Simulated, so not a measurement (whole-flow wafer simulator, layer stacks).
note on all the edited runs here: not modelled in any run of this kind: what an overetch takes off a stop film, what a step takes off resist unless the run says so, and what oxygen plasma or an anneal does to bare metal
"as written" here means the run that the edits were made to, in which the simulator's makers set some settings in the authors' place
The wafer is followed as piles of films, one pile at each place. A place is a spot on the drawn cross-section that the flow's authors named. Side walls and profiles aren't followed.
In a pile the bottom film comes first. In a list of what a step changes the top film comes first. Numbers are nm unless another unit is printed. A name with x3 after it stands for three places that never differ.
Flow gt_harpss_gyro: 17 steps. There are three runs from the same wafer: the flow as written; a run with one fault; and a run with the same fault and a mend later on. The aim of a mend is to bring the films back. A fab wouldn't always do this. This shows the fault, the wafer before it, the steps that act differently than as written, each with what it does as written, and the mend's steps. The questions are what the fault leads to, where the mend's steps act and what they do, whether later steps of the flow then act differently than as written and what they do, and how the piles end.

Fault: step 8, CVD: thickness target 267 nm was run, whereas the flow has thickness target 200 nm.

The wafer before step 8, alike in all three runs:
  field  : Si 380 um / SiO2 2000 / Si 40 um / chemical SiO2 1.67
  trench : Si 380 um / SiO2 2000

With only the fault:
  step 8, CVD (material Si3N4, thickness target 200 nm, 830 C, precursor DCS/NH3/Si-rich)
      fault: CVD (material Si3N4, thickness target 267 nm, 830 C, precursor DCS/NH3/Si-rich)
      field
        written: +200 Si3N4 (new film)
        fault: +267 Si3N4 (new film)
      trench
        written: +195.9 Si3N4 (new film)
        fault: +261.2 Si3N4 (new film)
  Later steps of the flow that are run all act as written at every place that is followed.
  The piles end different from the flow's at field, trench by more than 2% or 0.5 nm, whichever is larger.
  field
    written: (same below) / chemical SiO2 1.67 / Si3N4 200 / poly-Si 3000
    fault: (same below) / chemical SiO2 1.67 / Si3N4 267 / poly-Si 3000
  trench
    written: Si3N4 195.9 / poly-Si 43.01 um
    fault: Si3N4 261.2 / poly-Si 43.01 um

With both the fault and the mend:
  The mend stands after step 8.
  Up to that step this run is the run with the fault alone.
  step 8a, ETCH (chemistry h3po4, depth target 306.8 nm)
      field
        -267 Si3N4 (all of it)
      trench
        -261.2 Si3N4 (all of it)
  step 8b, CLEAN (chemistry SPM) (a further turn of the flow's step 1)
      leaves every film unchanged at each place that is followed
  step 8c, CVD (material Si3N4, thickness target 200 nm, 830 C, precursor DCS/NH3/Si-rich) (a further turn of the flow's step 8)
      field
        +200 Si3N4 (new film)
      trench
        +195.9 Si3N4 (new film)
  Later steps of the flow that are run all act as written at every place that is followed.
  The piles end the same as the flow's at every place that both follow.
